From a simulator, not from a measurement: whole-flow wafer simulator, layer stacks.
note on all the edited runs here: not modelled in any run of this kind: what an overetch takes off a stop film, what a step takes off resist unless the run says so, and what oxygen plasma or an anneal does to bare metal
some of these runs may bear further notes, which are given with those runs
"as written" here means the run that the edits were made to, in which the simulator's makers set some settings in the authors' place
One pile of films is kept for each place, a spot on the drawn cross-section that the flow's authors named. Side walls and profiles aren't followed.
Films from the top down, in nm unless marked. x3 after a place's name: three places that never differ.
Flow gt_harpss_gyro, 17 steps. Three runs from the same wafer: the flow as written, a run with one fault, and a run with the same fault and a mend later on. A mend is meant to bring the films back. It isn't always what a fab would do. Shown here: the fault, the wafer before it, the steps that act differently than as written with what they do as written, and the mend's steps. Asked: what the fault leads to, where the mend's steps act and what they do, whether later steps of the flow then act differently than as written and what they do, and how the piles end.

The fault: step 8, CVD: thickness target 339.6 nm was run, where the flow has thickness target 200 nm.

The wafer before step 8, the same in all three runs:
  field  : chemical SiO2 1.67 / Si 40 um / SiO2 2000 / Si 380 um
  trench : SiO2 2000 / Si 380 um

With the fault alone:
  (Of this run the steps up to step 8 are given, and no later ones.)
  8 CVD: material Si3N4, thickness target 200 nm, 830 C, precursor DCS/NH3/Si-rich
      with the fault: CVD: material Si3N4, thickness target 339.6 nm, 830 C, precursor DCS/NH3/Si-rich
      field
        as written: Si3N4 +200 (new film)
        with the fault: Si3N4 +339.6 (new film)
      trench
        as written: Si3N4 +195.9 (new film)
        with the fault: Si3N4 +331.5 (new film)
  After step 8 the piles differ from the flow's by more than 2% or 0.5 nm, whichever is larger, at field, trench.
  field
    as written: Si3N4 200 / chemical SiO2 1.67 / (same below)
    with the fault: Si3N4 339.6 / chemical SiO2 1.67 / (same below)
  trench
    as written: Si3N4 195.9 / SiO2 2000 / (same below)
    with the fault: Si3N4 331.5 / SiO2 2000 / (same below)

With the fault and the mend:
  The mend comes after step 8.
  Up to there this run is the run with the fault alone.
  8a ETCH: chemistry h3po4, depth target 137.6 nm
      field, trench
        Si3N4 -137.6
  No later step of the flow acts differently than as written at any place that is followed.
  At the end the piles differ from the flow's only slightly at the places that both follow, by at most 2% or 0.5 nm, whichever is larger.
